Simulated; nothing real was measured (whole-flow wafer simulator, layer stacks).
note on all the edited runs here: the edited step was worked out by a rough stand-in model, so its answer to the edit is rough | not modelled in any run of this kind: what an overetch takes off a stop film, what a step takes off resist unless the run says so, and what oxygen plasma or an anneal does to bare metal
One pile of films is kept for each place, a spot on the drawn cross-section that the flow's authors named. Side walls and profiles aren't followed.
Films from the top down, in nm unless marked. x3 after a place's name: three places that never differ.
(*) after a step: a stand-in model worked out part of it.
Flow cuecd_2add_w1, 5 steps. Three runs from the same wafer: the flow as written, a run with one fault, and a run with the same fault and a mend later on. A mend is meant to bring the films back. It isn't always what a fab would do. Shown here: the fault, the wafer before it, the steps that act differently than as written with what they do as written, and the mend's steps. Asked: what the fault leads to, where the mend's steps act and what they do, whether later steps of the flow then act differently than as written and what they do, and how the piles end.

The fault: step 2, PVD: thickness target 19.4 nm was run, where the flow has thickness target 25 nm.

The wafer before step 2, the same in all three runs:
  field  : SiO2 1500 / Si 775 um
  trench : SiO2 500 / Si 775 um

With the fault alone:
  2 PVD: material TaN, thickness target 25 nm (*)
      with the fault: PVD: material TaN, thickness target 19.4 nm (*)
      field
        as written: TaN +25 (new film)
        with the fault: TaN +19.4 (new film)
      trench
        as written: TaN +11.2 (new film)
        with the fault: TaN +8.72 (new film)
  No later step of the flow acts differently than as written, at any place that is followed, by more than 2% or 0.5 nm, whichever is larger.
  At the end the piles differ from the flow's by more than 2% or 0.5 nm, whichever is larger, at field, trench.
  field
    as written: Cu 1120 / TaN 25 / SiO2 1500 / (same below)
    with the fault: Cu 1120 / TaN 19.4 / SiO2 1500 / (same below)
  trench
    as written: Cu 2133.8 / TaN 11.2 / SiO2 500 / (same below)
    with the fault: Cu 2130.7 / TaN 8.72 / SiO2 500 / (same below)

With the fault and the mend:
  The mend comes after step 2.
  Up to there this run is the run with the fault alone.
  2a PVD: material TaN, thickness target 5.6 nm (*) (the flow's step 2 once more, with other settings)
      field
        TaN +5.6
      trench
        TaN +2.47
  No later step of the flow acts differently than as written at any place that is followed.
  At the end the piles are the same as the flow's at every place that both follow.
